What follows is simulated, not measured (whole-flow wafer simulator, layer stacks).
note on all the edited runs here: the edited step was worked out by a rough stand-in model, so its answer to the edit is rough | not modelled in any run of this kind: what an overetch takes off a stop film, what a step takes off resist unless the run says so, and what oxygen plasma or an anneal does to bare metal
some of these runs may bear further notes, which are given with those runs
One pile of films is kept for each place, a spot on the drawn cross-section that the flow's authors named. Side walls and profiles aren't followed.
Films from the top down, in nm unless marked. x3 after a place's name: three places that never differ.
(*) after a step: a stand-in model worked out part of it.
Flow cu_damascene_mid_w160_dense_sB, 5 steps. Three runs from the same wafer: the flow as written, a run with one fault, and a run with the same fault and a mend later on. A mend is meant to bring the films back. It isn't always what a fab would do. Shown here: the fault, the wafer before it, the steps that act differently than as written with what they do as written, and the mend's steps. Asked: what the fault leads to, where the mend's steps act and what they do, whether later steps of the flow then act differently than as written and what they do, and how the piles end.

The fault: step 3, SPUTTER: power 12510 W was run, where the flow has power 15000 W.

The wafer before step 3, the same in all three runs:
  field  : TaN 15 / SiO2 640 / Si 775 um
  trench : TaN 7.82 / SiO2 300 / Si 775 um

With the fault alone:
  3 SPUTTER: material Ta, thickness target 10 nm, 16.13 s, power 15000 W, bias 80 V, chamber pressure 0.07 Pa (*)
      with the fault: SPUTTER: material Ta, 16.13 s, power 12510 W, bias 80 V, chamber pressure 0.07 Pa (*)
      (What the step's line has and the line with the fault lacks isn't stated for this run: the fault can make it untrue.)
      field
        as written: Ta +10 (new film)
        with the fault: Ta +8.34 (new film)
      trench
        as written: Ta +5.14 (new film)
        with the fault: Ta +4.18 (new film)
  No later step of the flow acts differently than as written, at any place that is followed, by more than 2% or 0.5 nm, whichever is larger.
  At the end the piles differ from the flow's by more than 2% or 0.5 nm, whichever is larger, at field, trench.
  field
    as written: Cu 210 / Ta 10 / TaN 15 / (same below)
    with the fault: Cu 210 / Ta 8.34 / TaN 15 / (same below)
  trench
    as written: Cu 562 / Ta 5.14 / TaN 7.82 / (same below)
    with the fault: Cu 561.3 / Ta 4.18 / TaN 7.82 / (same below)

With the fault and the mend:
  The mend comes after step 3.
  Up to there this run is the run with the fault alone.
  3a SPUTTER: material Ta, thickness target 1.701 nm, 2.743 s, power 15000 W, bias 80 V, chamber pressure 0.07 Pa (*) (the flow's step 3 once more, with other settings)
      field
        Ta +1.7
      trench
        Ta +0.85
  No later step of the flow acts differently than as written, at any place that is followed, by more than 2% or 0.5 nm, whichever is larger.
  At the end the piles differ from the flow's only slightly at the places that both follow, by at most 2% or 0.5 nm, whichever is larger.
